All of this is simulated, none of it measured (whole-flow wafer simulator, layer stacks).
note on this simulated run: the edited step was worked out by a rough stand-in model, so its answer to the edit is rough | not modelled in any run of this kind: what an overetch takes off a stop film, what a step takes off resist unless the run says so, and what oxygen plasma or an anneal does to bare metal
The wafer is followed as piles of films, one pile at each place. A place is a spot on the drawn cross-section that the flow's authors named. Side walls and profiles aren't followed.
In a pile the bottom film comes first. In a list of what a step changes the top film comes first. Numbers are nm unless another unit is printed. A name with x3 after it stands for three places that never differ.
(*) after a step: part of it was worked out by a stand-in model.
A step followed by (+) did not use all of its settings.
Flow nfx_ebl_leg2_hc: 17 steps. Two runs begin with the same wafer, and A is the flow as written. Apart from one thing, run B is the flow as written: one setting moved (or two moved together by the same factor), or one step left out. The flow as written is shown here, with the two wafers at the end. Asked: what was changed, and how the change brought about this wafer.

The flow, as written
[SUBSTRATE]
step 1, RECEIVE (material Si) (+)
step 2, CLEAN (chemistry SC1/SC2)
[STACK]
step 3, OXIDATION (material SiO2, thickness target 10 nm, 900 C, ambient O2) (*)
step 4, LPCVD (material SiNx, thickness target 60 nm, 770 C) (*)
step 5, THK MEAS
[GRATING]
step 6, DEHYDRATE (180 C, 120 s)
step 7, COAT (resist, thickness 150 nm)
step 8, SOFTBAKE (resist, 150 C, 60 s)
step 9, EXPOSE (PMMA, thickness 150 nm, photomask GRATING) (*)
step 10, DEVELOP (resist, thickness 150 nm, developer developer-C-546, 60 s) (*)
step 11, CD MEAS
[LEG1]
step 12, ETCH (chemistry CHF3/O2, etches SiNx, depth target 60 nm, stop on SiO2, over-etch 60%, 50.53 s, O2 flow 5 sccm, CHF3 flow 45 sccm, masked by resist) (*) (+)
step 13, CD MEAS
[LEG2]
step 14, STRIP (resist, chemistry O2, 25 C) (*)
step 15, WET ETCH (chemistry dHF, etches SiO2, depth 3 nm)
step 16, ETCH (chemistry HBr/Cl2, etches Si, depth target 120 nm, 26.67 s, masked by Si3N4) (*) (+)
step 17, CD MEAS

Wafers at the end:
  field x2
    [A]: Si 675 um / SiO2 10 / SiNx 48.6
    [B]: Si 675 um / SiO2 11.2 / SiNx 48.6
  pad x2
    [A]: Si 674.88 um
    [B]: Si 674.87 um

Cause: step 3, OXIDATION: 912 C was run, though the flow has 900 C.

The path from the change to this, step by step:
  step 3, OXIDATION (material SiO2, thickness target 10 nm, 900 C, ambient O2) (*)
      field x2, pad x2: A +10 SiO2 (new film), -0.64 chemical SiO2 (all of it), -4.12 Si | B +11.2 SiO2 (new film), -0.64 chemical SiO2 (all of it), -4.64 Si
  step 12, ETCH (chemistry CHF3/O2, etches SiNx, depth target 60 nm, stop on SiO2, over-etch 60%, 50.53 s, O2 flow 5 sccm, CHF3 flow 45 sccm, masked by resist) (*) (+)
      pad x2: A -60 SiNx (all of it), -10 SiO2 (all of it) | B -60 SiNx (all of it), -11.2 SiO2 (all of it)
